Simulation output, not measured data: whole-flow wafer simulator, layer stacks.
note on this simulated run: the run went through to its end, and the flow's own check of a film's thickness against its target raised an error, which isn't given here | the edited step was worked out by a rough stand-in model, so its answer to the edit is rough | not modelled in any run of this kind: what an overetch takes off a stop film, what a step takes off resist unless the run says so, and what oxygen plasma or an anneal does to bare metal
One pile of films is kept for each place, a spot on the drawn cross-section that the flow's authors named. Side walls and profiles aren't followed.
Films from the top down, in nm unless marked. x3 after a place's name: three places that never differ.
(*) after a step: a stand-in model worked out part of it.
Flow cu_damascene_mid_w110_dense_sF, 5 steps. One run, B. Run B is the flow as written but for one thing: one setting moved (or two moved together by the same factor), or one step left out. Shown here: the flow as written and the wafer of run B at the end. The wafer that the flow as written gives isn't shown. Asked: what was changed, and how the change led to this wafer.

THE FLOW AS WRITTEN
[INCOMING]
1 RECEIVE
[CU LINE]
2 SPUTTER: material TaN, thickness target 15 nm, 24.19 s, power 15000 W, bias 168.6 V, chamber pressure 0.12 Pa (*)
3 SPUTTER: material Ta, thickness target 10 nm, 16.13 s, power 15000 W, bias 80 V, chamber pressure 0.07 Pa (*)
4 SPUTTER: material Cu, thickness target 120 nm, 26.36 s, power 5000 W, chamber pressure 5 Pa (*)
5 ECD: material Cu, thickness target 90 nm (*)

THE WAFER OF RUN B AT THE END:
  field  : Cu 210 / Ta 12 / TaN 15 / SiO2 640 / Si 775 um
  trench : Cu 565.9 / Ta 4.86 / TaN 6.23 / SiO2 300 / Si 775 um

The cause: step 3, SPUTTER: 19.36 s was run, where the flow has 16.13 s.

How the change led to this, step by step:
  3 SPUTTER: material Ta, thickness target 10 nm, 16.13 s, power 15000 W, bias 80 V, chamber pressure 0.07 Pa (*)
      field: Ta +12 (new film) (as written it would be: Ta +10 (new film))
      trench: Ta +4.86 (new film) (as written it would be: Ta +4.05 (new film))
